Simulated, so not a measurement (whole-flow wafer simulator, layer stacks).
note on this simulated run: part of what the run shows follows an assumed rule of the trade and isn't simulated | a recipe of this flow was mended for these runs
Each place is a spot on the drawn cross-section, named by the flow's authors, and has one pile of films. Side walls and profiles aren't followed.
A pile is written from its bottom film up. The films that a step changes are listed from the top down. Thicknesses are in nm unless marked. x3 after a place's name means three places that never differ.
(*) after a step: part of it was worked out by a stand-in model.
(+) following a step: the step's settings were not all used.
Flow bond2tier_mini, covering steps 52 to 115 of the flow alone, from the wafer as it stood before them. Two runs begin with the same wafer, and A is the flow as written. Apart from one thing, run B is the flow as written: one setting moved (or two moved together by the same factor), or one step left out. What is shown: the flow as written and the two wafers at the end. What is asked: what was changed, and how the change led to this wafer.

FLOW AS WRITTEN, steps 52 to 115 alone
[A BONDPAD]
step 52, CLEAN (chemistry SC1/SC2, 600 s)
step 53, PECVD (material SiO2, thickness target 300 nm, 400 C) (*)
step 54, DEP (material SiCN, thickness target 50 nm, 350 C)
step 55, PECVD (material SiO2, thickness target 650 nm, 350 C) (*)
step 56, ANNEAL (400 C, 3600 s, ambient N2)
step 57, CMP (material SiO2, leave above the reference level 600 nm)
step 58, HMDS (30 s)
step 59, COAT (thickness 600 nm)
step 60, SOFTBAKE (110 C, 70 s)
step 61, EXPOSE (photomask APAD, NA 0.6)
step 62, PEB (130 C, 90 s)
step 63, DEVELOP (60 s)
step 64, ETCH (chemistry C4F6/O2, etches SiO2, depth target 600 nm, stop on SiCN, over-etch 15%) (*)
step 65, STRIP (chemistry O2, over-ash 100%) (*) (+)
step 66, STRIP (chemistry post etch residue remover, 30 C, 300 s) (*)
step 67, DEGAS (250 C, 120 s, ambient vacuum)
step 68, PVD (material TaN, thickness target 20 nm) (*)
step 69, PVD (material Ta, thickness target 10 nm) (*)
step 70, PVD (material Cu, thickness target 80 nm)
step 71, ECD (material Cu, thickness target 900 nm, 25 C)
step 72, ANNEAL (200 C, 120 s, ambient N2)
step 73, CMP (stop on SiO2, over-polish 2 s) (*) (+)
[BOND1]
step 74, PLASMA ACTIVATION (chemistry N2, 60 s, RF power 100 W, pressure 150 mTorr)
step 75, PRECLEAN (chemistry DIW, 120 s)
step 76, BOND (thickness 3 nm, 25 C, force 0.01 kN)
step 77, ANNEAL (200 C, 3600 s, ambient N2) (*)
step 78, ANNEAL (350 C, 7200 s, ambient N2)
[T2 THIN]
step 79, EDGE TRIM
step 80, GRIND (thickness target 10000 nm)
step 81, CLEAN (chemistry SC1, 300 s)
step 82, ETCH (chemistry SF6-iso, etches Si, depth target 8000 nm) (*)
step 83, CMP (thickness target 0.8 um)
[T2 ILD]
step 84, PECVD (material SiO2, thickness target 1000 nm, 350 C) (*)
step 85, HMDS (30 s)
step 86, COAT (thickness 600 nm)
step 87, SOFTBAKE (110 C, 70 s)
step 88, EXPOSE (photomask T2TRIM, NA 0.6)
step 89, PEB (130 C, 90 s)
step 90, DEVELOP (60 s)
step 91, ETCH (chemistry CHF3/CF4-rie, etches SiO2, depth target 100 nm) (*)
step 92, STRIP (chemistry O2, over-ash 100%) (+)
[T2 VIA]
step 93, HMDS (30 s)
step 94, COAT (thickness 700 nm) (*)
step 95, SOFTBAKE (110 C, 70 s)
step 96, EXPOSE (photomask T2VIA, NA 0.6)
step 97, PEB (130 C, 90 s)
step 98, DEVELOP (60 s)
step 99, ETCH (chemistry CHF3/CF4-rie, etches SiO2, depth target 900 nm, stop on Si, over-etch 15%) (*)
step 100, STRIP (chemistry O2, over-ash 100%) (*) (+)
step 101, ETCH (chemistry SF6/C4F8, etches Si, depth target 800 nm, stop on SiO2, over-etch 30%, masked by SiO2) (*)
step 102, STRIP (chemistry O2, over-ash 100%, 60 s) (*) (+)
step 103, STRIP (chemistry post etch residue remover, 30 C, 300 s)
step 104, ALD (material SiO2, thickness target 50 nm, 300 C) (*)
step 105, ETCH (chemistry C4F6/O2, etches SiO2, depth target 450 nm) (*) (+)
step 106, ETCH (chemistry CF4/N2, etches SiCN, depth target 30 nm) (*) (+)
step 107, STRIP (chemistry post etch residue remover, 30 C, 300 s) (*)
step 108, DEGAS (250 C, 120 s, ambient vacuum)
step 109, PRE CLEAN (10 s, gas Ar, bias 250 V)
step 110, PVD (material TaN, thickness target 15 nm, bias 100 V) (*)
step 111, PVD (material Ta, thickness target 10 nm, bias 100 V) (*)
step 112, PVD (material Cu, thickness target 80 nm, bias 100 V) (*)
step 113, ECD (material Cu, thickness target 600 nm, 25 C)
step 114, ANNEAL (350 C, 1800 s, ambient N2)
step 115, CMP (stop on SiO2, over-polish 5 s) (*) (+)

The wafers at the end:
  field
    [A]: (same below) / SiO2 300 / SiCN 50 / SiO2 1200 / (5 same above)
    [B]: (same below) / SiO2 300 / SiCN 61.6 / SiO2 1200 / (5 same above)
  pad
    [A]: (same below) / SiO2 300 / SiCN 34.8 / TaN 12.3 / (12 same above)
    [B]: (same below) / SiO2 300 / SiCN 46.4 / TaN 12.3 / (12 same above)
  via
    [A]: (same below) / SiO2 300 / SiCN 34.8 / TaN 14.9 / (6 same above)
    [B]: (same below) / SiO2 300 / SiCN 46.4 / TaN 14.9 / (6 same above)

The reason: step 54, DEP: thickness target 61.6 nm was run, whereas the flow has thickness target 50 nm.
The wafer itself shows it: field has SiCN 61.6, and step 54 as written asks for 50 nm.

Step by step, how the change led to this:
  step 54, DEP (material SiCN, thickness target 50 nm, 350 C)
      field, pad, via: A SiCN gains 50 (new film) | B SiCN gains 61.6 (new film)
